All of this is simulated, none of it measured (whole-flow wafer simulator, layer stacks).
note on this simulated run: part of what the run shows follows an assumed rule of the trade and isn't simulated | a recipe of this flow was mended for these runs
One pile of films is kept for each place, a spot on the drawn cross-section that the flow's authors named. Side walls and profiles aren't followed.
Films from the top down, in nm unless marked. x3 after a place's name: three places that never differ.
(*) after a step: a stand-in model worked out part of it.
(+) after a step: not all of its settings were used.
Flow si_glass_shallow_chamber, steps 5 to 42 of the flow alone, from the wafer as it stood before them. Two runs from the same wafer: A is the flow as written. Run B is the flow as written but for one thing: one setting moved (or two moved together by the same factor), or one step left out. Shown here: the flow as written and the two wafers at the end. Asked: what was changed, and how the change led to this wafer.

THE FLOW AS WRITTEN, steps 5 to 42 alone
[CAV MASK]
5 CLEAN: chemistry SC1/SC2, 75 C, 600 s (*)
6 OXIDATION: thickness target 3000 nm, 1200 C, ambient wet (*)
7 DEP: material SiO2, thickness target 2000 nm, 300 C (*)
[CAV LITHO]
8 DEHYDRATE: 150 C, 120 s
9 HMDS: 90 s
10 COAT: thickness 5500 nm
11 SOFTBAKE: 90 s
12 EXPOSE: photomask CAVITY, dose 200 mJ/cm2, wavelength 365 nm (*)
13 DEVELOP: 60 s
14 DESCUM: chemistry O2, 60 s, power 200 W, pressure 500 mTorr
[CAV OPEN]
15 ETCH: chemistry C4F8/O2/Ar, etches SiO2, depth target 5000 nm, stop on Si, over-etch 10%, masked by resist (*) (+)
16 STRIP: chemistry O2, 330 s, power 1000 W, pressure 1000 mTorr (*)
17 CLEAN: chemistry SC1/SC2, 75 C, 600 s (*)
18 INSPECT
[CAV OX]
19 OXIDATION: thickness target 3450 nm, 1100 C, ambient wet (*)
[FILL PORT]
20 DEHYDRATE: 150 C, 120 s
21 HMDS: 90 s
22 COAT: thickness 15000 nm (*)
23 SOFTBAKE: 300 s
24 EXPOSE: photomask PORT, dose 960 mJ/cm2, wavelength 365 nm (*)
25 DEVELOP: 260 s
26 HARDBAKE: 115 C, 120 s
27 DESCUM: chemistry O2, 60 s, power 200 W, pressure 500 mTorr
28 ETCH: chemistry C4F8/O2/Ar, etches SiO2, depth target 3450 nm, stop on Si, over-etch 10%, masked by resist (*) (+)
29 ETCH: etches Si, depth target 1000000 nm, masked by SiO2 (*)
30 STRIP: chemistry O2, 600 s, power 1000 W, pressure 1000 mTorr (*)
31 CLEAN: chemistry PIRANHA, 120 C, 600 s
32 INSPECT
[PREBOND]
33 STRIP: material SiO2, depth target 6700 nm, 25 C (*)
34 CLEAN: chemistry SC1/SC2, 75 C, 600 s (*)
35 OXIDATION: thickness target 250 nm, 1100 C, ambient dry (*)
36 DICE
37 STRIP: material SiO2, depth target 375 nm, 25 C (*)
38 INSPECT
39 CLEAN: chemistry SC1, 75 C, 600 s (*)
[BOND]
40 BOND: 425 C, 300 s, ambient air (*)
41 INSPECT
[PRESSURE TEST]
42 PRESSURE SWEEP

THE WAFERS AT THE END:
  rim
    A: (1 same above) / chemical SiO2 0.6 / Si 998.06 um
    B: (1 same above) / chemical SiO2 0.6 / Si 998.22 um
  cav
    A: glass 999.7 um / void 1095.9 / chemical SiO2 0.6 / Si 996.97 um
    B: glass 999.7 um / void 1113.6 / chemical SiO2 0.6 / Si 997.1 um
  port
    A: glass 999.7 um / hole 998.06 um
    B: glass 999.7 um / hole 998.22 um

The cause: step 6, OXIDATION: thickness target 2568 nm was run, where the flow has thickness target 3000 nm.

How the change led to this, step by step:
  6 OXIDATION: thickness target 3000 nm, 1200 C, ambient wet (*)
      rim, ramp, cav, port, septum, ring: A SiO2 +3000 (new film), chemical SiO2 -0.6 (all of it), Si -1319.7 | B SiO2 +2568 (new film), chemical SiO2 -0.6 (all of it), Si -1129.7
  15 ETCH: chemistry C4F8/O2/Ar, etches SiO2, depth target 5000 nm, stop on Si, over-etch 10%, masked by resist (*) (+)
      rim, ramp, septum, ring: A thick-i-line-resist -1100 | B thick-i-line-resist -1005
      cav, port: A SiO2 -5000 (all of it), Si -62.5 | B SiO2 -4568 (all of it), Si -116.5
  16 STRIP: chemistry O2, 330 s, power 1000 W, pressure 1000 mTorr (*)
      rim, ramp, septum, ring: A thick-i-line-resist -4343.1 (all of it) | B thick-i-line-resist -4438.1 (all of it)
  19 OXIDATION: thickness target 3450 nm, 1100 C, ambient wet (*)
      rim, ramp, septum, ring: A SiO2 +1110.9, Si -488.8 | B SiO2 +1193.5, Si -525.2
  22 COAT: thickness 15000 nm (*)
      rim: A thick-i-line-resist +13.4 um (new film) | B thick-i-line-resist +13.54 um (new film)
      ramp: A thick-i-line-resist +12.89 um (new film) | B thick-i-line-resist +13.07 um (new film)
      (and at 4 more places)
  23 SOFTBAKE: 300 s
      rim: A thick-i-line-resist -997 | B thick-i-line-resist -903.9
      ramp: A thick-i-line-resist -487.1 | B thick-i-line-resist -438.3
      (and at 4 more places)
  25 DEVELOP: 260 s
      port: A thick-i-line-resist -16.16 um (all of it) | B thick-i-line-resist -16.05 um (all of it)
  26 HARDBAKE: 115 C, 120 s
      rim, ramp: A thick-i-line-resist -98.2 | B thick-i-line-resist -101
  29 ETCH: etches Si, depth target 1000000 nm, masked by SiO2 (*)
      rim, ramp: A thick-i-line-resist -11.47 um (all of it), SiO2 -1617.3 | B thick-i-line-resist -11.7 um (all of it), SiO2 -1496.3
      port: A hole +997.05 um (new film), Si -997.05 um (all of it) | B hole +997.18 um (new film), Si -997.18 um (all of it)
      (and at 2 more places)
  30 STRIP: chemistry O2, 600 s, power 1000 W, pressure 1000 mTorr (*)
      cav: A thick-i-line-resist -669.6 (all of it) | B thick-i-line-resist -568.8 (all of it)
  33 STRIP: material SiO2, depth target 6700 nm, 25 C (*)
      rim, ramp: A SiO2 -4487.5 (all of it) | B SiO2 -4259.1 (all of it)
      septum: A SiO2 -5732.1 (all of it) | B SiO2 -5393.3 (all of it)
      (and at 1 more place)
